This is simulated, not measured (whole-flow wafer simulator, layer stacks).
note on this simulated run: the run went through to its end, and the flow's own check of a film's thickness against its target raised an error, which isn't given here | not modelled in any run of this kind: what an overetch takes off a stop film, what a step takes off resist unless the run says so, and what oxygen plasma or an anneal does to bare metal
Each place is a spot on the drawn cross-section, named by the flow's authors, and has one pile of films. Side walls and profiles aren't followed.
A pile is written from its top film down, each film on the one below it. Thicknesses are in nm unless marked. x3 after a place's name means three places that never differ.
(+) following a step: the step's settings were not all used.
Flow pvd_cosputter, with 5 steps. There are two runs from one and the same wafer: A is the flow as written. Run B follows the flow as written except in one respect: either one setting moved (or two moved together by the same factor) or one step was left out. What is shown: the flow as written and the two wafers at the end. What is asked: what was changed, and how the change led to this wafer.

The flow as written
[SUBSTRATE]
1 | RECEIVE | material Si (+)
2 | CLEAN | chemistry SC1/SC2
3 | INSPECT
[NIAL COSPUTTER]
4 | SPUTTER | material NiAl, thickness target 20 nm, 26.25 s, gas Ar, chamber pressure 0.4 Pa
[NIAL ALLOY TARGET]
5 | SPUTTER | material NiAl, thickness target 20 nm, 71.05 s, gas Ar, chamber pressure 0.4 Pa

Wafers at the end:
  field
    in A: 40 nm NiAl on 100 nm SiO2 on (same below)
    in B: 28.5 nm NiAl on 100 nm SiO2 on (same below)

What caused this: step 4, SPUTTER: thickness target 8.5 nm was run, whereas the flow has thickness target 20 nm; step 4, SPUTTER: 11.16 s was run, where the flow has 26.25 s.

Step by step, how the change led to this:
  4 | SPUTTER | material NiAl, thickness target 20 nm, 26.25 s, gas Ar, chamber pressure 0.4 Pa
      field: A NiAl gains 20 (new film) | B NiAl gains 8.5 (new film)
